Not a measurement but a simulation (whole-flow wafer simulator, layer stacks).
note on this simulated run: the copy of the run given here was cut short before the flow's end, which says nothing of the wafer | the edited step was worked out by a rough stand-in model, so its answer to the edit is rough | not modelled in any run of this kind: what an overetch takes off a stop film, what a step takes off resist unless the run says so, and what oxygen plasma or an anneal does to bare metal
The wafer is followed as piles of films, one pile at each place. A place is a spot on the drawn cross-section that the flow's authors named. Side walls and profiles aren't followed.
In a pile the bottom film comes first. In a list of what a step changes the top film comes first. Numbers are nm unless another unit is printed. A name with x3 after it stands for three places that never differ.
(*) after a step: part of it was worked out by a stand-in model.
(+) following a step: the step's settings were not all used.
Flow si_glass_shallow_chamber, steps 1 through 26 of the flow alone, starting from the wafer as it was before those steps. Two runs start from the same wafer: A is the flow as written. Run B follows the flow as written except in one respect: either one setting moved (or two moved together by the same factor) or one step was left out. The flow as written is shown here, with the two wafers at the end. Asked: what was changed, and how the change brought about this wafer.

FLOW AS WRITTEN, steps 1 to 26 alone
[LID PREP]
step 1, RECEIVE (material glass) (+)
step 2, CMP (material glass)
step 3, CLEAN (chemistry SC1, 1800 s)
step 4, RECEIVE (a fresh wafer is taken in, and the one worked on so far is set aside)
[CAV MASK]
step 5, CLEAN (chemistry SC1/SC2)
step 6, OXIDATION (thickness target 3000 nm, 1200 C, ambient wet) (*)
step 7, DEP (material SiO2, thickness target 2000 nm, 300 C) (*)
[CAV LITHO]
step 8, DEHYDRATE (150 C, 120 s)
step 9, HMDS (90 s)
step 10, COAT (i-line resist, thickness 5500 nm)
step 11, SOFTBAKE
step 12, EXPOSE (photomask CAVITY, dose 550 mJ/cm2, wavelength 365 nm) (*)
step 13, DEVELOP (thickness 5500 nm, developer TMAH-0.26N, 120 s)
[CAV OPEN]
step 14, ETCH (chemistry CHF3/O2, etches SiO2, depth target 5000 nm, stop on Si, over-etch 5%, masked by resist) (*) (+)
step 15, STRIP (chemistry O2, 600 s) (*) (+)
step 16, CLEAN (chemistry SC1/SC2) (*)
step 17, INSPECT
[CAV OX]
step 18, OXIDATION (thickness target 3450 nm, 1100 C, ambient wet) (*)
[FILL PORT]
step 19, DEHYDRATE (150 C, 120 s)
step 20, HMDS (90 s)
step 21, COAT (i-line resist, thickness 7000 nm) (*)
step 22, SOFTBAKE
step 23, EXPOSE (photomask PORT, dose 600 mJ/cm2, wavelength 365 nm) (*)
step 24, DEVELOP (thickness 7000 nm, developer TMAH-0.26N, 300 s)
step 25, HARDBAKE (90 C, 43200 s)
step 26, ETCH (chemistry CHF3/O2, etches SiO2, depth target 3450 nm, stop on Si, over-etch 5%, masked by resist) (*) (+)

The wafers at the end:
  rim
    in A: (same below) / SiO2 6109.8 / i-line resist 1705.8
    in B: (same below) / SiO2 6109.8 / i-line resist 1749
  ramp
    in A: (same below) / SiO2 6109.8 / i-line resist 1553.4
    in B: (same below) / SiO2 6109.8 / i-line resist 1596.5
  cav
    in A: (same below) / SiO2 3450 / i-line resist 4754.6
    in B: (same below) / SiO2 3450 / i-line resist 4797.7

Cause: step 26, ETCH: over-etch 3.5% was run, while the flow as written has over-etch 5%.

How this came from the change, step by step:
  step 26, ETCH (chemistry CHF3/O2, etches SiO2, depth target 3450 nm, stop on Si, over-etch 5%, masked by resist) (*) (+)
      port: A -3450 SiO2 (all of it), -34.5 Si | B -3450 SiO2 (all of it), -24.1 Si
